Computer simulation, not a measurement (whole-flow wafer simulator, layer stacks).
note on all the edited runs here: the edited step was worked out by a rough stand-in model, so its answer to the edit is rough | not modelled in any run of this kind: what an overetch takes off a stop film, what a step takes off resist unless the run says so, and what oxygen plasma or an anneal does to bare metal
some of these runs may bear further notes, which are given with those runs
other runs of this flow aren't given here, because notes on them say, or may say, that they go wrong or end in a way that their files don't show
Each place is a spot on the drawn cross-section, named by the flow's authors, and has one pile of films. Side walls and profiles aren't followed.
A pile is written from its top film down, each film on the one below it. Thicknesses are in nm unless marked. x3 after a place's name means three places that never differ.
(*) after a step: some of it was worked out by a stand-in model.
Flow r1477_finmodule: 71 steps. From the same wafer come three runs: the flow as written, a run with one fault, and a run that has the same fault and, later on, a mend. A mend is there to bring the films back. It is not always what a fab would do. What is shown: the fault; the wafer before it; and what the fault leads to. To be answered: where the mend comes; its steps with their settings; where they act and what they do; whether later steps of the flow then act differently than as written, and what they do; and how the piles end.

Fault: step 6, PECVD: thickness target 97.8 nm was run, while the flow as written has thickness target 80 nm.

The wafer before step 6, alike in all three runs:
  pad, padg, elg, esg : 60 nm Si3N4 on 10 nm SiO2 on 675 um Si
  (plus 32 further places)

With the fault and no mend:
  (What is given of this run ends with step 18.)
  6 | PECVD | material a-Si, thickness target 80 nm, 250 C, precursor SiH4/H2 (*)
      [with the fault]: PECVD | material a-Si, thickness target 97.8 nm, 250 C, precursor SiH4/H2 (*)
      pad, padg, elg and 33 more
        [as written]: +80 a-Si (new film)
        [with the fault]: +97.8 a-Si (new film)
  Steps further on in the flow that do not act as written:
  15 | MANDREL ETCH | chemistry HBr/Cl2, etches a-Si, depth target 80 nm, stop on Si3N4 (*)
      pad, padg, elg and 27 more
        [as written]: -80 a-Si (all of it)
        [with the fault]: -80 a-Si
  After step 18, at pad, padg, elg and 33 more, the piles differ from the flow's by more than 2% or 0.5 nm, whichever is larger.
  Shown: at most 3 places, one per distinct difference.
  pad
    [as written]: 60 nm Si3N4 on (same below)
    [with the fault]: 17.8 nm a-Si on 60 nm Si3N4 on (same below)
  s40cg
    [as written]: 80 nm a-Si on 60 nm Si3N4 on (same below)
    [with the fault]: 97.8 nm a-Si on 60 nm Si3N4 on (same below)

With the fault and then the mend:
  The mend follows step 7.
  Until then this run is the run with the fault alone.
  7a | ETCH | chemistry tmah, depth target 17.8 nm
      pad, padg, elg and 33 more
        -17.8 a-Si
  None of the later steps of the flow acts differently than as written at any place that is followed.
  The piles end the same as the flow's at every place that both follow.
